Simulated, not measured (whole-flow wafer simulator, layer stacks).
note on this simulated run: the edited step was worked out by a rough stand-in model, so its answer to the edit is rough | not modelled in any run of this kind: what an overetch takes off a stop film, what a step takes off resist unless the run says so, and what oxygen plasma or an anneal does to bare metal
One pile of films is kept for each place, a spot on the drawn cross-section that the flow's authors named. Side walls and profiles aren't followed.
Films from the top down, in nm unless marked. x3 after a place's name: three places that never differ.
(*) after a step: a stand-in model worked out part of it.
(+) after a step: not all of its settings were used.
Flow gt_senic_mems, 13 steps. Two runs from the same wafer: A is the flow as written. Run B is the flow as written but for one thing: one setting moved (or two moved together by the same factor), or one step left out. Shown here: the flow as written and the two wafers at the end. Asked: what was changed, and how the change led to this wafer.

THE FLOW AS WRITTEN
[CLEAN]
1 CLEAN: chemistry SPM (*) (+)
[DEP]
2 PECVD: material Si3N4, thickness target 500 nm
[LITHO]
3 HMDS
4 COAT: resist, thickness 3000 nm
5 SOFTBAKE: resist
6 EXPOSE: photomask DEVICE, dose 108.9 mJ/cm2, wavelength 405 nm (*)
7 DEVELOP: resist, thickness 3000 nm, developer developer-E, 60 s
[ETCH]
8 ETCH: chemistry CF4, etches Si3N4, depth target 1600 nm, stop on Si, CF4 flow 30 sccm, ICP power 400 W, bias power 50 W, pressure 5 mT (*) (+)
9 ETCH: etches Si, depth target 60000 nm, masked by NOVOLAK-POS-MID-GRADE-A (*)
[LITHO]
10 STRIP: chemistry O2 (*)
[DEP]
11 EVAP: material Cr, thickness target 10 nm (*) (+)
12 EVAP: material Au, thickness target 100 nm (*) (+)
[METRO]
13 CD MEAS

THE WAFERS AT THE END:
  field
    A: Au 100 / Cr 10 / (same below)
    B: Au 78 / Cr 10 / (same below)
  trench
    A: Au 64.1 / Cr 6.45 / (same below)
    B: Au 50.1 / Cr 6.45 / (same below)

The cause: step 12, EVAP: thickness target 78 nm was run, where the flow has thickness target 100 nm.
It can be read off the wafer: field has Au 78, and step 12 as written asks for 100 nm.

How the change led to this, step by step:
  12 EVAP: material Au, thickness target 100 nm (*) (+)
      field: A Au +100 (new film) | B Au +78 (new film)
      trench: A Au +64.1 (new film) | B Au +50.1 (new film)
